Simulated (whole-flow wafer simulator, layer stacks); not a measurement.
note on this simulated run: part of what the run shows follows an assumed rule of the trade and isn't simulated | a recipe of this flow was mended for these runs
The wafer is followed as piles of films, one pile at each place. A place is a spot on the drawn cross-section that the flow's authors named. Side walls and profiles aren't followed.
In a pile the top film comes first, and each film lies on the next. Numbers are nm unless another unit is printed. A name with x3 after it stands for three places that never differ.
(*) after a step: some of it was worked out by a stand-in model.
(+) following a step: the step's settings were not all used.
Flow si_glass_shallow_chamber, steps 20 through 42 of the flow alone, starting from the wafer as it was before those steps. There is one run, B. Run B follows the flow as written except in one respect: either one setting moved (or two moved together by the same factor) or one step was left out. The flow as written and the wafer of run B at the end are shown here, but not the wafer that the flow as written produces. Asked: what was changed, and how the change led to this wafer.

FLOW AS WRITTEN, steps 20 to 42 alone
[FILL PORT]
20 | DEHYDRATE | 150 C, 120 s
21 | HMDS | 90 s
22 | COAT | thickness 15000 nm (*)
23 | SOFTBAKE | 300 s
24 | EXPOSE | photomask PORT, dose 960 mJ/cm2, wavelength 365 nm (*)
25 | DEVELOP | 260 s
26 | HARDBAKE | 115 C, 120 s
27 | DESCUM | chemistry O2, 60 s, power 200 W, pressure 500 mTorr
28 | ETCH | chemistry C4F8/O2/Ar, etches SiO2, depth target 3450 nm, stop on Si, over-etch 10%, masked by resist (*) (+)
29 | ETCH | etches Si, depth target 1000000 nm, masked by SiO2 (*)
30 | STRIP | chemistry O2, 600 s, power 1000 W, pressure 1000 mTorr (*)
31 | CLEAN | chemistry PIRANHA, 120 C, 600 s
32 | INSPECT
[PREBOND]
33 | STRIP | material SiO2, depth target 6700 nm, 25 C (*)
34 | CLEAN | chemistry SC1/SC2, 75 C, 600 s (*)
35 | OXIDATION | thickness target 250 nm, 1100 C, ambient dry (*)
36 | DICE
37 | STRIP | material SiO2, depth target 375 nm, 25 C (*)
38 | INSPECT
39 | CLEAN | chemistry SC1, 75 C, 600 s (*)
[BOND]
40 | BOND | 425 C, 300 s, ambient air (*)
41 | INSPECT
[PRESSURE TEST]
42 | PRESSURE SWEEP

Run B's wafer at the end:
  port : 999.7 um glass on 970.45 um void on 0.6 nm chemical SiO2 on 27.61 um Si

Cause: step 28, ETCH: depth target 2750 nm was run, while the flow as written has depth target 3450 nm.

How this came from the change, step by step:
  28 | ETCH | chemistry C4F8/O2/Ar, etches SiO2, depth target 3450 nm, stop on Si, over-etch 10%, masked by resist (*) (+)
      port: -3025 SiO2 (in the flow as written it would be: -3450 SiO2 (all of it), -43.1 Si)
      rim, ramp, cav, septum, ring: -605 thick-i-line-resist (in the flow as written it would be: -759 thick-i-line-resist)
  29 | ETCH | etches Si, depth target 1000000 nm, masked by SiO2 (*)
      port: -425 SiO2 (all of it), -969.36 um Si (in the flow as written it would be: +997.05 um hole (new film), -997.05 um Si (all of it))
      rim, ramp: -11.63 um thick-i-line-resist (all of it), -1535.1 SiO2 (in the flow as written it would be: -11.47 um thick-i-line-resist (all of it), -1617.3 SiO2)
      (also at 2 further places)
  30 | STRIP | chemistry O2, 600 s, power 1000 W, pressure 1000 mTorr (*)
      port: +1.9 chemical SiO2 (new film), -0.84 Si (in the flow as written it would be: nothing)
      cav: -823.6 thick-i-line-resist (all of it) (in the flow as written it would be: -669.6 thick-i-line-resist (all of it))
  33 | STRIP | material SiO2, depth target 6700 nm, 25 C (*)
      port: -1.9 chemical SiO2 (all of it) (in the flow as written it would be: nothing)
  34 | CLEAN | chemistry SC1/SC2, 75 C, 600 s (*)
      port: +0.6 chemical SiO2 (new film), -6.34 Si (in the flow as written it would be: nothing)
  35 | OXIDATION | thickness target 250 nm, 1100 C, ambient dry (*)
      port: +250 SiO2 (new film), -0.6 chemical SiO2 (all of it), -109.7 Si (in the flow as written it would be: nothing)
  37 | STRIP | material SiO2, depth target 375 nm, 25 C (*)
      port: -250 SiO2 (all of it) (in the flow as written it would be: nothing)
  39 | CLEAN | chemistry SC1, 75 C, 600 s (*)
      port: +0.6 chemical SiO2 (new film), -6.34 Si (in the flow as written it would be: nothing)
  40 | BOND | 425 C, 300 s, ambient air (*)
      port: +999.7 um glass (new film), +970.45 um void (new film) (in the flow as written it would be: +999.7 um glass (new film), +1017.3 hole)
